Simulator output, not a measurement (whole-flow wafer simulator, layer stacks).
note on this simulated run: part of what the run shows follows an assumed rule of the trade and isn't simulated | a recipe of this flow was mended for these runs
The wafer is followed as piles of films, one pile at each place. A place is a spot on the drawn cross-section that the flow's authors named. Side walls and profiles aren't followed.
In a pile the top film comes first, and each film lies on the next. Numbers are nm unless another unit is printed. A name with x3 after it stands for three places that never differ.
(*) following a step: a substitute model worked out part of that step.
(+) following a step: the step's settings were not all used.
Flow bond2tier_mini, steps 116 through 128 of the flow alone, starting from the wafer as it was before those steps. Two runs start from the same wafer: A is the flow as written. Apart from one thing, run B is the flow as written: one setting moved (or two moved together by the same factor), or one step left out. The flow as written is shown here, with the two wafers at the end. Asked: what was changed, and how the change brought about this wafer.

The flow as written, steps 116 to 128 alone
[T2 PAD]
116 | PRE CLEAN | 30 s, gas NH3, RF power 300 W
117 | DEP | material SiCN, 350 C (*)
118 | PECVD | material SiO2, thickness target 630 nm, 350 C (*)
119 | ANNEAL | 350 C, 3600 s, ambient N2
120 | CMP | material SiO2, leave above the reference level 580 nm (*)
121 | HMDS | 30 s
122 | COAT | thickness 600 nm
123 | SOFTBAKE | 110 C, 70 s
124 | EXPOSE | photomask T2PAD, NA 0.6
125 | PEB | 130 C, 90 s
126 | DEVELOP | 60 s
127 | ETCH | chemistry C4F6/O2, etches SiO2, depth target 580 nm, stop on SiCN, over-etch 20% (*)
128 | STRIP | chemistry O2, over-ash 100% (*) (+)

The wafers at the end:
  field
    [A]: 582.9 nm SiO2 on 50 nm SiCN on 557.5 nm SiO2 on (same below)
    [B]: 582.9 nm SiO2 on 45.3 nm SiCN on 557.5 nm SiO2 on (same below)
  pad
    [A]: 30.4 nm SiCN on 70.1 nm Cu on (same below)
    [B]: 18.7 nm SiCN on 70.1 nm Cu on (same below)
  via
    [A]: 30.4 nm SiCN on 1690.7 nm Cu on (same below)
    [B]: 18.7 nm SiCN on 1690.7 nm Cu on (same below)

What caused this: step 117, DEP: 374 C was run, while the flow as written has 350 C; step 127, ETCH: depth target 615 nm was run, where the flow has depth target 580 nm.

How this came from the change, step by step:
  117 | DEP | material SiCN, 350 C (*)
      field, pad, via: A +50 SiCN (new film) | B +45.3 SiCN (new film)
  127 | ETCH | chemistry C4F6/O2, etches SiO2, depth target 580 nm, stop on SiCN, over-etch 20% (*)
      pad, via: A -580 SiO2 (all of it), -19.6 SiCN | B -580 SiO2 (all of it), -26.6 SiCN
      field: A -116 thick-KrF-resist | B -123 thick-KrF-resist
